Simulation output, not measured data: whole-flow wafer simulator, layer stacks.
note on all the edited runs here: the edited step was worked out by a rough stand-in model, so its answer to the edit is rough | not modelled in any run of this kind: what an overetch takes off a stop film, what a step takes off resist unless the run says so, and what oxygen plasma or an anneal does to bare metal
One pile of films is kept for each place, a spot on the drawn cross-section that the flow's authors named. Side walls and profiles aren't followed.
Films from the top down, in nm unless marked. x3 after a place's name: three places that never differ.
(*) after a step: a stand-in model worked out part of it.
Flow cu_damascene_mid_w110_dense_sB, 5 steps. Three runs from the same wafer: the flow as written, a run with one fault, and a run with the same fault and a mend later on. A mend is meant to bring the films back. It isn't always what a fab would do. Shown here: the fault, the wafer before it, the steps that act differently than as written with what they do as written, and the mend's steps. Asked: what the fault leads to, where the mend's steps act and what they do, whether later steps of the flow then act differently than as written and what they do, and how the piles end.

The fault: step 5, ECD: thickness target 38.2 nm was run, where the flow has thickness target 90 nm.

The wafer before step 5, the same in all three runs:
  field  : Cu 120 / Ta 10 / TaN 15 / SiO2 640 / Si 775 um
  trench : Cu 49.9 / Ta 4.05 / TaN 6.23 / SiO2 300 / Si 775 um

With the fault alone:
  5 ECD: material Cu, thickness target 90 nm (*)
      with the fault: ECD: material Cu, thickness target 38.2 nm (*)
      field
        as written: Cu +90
        with the fault: Cu +38.2
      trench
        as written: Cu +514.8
        with the fault: Cu +463
  No later step of the flow acts differently than as written at any place that is followed.
  At the end the piles differ from the flow's by more than 2% or 0.5 nm, whichever is larger, at field, trench.
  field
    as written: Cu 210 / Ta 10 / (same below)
    with the fault: Cu 158.2 / Ta 10 / (same below)
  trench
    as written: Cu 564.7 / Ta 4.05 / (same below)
    with the fault: Cu 512.9 / Ta 4.05 / (same below)

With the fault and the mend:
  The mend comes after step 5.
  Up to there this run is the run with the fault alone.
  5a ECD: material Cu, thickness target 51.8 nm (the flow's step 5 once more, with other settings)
      field, trench
        Cu +51.8
  No later step of the flow acts differently than as written at any place that is followed.
  At the end the piles are the same as the flow's at every place that both follow.
